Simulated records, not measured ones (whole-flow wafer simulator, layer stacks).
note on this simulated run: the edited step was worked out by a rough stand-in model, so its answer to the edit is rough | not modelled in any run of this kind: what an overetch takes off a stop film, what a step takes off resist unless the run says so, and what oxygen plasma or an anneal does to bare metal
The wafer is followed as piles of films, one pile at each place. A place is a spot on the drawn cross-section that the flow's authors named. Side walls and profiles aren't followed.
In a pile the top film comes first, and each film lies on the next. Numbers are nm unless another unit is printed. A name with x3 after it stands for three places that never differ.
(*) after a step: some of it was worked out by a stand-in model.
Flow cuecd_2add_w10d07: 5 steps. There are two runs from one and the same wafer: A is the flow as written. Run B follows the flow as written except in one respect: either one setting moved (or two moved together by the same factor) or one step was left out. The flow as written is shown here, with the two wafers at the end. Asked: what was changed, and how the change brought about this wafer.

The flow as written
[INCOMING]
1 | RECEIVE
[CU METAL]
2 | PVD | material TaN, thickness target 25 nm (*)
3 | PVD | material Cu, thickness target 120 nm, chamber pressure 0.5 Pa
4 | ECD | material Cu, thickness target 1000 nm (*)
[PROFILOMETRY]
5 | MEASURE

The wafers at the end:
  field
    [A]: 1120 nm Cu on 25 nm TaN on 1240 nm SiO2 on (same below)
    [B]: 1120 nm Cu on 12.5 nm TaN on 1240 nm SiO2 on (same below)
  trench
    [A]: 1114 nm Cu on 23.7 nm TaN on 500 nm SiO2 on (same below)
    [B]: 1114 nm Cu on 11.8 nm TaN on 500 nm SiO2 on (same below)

The reason: step 2, PVD: thickness target 12.5 nm was run, whereas the flow has thickness target 25 nm.
The wafer lets one read it off: field has TaN 12.5, and step 2 as written asks for 25 nm.

How this came from the change, step by step:
  2 | PVD | material TaN, thickness target 25 nm (*)
      field: A TaN gains 25 (new film) | B TaN gains 12.5 (new film)
      trench: A TaN gains 23.7 (new film) | B TaN gains 11.8 (new film)
